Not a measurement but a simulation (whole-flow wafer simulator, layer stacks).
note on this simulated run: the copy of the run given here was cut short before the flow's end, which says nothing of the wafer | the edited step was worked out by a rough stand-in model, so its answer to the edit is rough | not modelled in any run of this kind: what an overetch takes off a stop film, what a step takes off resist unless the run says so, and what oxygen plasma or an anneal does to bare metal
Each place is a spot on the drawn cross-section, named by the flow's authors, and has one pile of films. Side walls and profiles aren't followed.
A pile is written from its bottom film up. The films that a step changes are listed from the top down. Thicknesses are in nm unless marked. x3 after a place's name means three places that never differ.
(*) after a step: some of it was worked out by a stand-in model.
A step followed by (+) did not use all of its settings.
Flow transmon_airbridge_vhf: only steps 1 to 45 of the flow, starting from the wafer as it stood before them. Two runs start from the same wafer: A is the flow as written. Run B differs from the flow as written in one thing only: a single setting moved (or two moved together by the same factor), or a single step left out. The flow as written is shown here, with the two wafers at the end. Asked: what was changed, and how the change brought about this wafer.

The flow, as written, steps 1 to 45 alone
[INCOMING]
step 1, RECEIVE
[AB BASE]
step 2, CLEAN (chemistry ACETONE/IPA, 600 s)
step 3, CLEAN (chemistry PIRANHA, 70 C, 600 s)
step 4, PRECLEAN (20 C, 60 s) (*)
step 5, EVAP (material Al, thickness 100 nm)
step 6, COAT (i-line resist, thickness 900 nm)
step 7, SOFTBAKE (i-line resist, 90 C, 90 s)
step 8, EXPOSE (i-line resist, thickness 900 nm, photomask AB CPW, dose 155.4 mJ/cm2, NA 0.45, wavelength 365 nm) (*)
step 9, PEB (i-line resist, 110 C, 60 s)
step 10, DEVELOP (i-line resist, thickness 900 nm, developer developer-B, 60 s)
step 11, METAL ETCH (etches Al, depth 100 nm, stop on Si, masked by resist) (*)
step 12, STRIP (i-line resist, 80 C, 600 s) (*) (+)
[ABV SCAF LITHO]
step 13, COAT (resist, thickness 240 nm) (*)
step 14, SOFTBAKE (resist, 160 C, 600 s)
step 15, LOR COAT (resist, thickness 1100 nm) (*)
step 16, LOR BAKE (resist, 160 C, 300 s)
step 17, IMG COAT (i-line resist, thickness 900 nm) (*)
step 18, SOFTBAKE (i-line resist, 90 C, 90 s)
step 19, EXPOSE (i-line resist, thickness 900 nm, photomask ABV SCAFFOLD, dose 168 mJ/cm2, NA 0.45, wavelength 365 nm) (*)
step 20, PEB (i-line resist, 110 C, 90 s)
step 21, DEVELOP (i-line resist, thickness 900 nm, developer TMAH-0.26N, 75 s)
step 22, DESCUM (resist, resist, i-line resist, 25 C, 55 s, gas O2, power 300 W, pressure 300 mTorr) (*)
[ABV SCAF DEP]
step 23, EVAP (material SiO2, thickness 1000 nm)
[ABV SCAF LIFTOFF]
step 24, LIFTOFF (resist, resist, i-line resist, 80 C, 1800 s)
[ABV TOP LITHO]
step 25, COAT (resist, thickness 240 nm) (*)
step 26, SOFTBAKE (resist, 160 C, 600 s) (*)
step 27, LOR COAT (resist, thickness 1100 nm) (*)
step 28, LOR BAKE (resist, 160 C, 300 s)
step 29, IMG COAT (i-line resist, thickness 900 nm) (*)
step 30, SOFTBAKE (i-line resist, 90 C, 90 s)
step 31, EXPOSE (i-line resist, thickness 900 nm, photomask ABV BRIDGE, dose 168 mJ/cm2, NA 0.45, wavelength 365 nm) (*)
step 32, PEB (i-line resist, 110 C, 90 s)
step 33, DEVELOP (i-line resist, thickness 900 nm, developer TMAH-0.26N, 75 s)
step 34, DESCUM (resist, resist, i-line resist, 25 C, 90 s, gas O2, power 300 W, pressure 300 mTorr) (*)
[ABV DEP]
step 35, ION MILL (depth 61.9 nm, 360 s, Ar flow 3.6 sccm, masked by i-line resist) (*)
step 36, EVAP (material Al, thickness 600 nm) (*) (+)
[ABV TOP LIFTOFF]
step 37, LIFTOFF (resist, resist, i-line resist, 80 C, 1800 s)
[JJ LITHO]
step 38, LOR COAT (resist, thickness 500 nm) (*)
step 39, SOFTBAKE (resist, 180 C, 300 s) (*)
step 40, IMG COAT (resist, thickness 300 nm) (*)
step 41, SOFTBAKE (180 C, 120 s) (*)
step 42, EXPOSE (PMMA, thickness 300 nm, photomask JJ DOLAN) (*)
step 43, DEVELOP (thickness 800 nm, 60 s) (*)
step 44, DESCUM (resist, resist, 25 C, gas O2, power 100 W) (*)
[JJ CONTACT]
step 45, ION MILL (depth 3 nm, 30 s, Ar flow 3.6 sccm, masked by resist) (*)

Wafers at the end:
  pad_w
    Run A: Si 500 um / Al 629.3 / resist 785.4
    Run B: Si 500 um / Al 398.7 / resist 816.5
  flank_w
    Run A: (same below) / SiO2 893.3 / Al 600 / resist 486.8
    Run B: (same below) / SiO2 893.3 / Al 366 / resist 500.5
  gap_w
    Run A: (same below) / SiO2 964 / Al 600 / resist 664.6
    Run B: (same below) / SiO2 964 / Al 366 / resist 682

Cause: step 36, EVAP: thickness 366 nm was run, though the flow has thickness 600 nm.
One can read it off the wafer: flank_w has Al 366, and step 36 as written asks for 600 nm.

Step by step, how the change led to this:
  step 36, EVAP (material Al, thickness 600 nm) (*) (+)
      field x3, jj_line, ground_far and 10 more: A Al gains 600 (new film) | B Al gains 366 (new film)
      pad_w, pad_e: A Al gains 591.2 | B Al gains 360.7
  step 37, LIFTOFF (resist, resist, i-line resist, 80 C, 1800 s)
      field x3, jj_line, trace_open_s x2: A Al loses 600 (all of it), i-line resist loses 600 (all of it), resist loses 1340 (all of it) | B Al loses 366 (all of it), i-line resist loses 600 (all of it), resist loses 1340 (all of it)
      margin_s, margin_n: A Al loses 600 (all of it), i-line resist loses 318.3 (all of it), resist loses 992 (all of it) | B Al loses 366 (all of it), i-line resist loses 318.3 (all of it), resist loses 992 (all of it)
      (and at 1 other place as well)
  step 38, LOR COAT (resist, thickness 500 nm) (*)
      pad_w, pad_e: A resist gains 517 (new film) | B resist gains 537.3 (new film)
      gap_w, gap_e: A resist gains 450.7 (new film) | B resist gains 460.2 (new film)
      (and at 4 other places as well)
  step 40, IMG COAT (resist, thickness 300 nm) (*)
      pad_w, pad_e: A resist gains 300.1 | B resist gains 310.9
      flank_w, flank_e: A resist gains 212.1 | B resist gains 220
      (and at 4 other places as well)
